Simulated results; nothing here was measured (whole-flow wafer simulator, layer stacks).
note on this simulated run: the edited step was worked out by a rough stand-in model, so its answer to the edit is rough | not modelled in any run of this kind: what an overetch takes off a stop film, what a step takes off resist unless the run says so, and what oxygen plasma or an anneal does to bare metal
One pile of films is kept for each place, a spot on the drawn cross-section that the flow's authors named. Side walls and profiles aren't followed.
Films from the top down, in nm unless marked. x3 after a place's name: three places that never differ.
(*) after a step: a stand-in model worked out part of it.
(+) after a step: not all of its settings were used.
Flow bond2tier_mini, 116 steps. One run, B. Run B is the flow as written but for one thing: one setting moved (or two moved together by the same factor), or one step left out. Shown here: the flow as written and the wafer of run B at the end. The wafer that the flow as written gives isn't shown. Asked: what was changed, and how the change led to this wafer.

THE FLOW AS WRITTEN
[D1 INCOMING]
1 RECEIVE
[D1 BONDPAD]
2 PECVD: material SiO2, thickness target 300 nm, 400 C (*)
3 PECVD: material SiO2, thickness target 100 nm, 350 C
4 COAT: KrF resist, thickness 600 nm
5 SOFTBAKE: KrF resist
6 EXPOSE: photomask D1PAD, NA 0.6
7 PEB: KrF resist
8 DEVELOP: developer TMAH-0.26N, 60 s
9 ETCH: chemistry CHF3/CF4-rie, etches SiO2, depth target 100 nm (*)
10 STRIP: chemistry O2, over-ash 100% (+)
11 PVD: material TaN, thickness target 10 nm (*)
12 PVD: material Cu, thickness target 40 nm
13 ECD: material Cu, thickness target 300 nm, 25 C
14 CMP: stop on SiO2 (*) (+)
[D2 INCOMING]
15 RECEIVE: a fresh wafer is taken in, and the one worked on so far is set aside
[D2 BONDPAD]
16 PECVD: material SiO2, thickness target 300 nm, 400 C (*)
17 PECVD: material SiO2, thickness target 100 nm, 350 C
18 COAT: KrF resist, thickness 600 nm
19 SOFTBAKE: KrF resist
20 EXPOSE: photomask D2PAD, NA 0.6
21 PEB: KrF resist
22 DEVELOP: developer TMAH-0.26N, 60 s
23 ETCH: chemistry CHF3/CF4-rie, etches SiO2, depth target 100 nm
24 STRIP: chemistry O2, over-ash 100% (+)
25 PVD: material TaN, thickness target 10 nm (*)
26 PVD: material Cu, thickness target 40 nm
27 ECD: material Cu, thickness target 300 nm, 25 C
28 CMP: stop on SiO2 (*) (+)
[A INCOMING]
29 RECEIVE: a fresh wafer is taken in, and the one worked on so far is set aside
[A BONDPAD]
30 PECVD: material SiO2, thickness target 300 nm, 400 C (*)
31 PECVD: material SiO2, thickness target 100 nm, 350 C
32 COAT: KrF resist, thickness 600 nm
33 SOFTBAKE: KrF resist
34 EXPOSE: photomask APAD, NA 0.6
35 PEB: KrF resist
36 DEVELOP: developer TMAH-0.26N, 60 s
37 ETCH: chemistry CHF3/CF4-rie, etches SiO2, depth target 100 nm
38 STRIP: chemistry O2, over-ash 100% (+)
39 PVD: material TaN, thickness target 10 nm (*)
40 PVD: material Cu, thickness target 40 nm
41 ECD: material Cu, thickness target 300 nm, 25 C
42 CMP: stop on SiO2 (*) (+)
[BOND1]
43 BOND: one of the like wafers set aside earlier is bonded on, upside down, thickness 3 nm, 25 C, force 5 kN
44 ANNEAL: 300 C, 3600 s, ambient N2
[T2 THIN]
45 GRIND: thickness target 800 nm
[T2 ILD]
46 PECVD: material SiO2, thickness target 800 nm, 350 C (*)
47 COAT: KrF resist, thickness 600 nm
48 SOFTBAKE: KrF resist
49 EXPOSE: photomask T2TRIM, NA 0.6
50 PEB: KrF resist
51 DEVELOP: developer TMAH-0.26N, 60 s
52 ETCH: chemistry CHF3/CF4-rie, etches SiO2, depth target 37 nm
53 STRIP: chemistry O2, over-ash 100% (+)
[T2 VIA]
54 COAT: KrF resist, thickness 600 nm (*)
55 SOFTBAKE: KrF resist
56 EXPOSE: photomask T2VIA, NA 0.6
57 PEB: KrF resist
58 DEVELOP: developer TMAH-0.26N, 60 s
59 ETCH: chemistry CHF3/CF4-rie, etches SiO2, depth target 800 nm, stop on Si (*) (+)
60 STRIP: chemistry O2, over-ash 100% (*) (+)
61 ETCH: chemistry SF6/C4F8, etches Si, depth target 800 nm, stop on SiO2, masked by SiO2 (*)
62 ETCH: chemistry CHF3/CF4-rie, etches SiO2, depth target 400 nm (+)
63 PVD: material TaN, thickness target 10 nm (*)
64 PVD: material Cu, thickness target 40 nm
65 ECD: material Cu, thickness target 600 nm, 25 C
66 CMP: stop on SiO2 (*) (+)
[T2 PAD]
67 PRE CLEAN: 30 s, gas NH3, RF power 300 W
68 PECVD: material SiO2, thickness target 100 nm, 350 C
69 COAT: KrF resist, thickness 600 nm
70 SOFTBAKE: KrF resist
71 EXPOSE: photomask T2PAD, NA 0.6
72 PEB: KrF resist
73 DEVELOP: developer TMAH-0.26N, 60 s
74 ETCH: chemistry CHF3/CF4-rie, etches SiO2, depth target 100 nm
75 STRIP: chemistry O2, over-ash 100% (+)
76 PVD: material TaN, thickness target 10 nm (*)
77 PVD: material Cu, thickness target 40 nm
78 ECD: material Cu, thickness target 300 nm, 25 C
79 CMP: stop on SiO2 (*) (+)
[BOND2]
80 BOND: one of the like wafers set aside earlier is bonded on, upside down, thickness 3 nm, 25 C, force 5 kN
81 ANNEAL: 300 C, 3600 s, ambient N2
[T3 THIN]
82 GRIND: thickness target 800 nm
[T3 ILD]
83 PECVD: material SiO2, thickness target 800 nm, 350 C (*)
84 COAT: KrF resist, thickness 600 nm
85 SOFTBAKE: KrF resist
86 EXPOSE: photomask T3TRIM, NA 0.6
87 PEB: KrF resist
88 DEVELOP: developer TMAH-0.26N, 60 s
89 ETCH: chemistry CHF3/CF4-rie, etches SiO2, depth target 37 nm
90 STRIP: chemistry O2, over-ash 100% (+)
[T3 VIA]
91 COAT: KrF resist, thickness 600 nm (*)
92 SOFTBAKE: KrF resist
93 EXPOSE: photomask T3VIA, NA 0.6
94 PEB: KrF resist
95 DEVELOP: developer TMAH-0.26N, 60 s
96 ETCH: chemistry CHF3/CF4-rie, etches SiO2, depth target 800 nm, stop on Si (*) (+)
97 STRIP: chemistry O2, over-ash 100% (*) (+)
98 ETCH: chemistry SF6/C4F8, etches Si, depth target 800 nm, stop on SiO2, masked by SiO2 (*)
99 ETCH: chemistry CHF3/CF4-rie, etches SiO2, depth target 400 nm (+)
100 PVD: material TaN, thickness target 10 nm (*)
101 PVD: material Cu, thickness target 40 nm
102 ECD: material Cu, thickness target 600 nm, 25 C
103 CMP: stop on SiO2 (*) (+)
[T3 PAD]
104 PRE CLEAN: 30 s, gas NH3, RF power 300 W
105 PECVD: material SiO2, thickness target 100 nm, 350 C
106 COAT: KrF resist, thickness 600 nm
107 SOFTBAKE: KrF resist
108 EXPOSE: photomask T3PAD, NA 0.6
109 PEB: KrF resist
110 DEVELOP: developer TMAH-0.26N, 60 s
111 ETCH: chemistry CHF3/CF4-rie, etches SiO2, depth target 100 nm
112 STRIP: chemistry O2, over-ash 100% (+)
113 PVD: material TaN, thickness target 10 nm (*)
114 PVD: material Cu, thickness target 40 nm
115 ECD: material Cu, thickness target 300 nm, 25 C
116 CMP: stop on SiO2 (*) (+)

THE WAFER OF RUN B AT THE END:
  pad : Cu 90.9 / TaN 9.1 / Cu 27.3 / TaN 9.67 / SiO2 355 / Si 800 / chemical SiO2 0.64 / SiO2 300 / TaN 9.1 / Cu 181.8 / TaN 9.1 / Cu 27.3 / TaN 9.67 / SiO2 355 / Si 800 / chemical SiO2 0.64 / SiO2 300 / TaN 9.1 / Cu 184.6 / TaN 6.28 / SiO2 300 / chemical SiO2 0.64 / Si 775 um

The cause: step 39, PVD: thickness target 6.9 nm was run, where the flow has thickness target 10 nm.

How the change led to this, step by step:
  39 PVD: material TaN, thickness target 10 nm (*)
      field: TaN +6.9 (new film) (as written it would be: TaN +10 (new film))
      pad: TaN +6.28 (new film) (as written it would be: TaN +9.1 (new film))
      (and at 1 more place)
  42 CMP: stop on SiO2 (*) (+)
      field: Cu -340 (all of it), TaN -6.9 (all of it) (as written it would be: Cu -340 (all of it), TaN -10 (all of it))
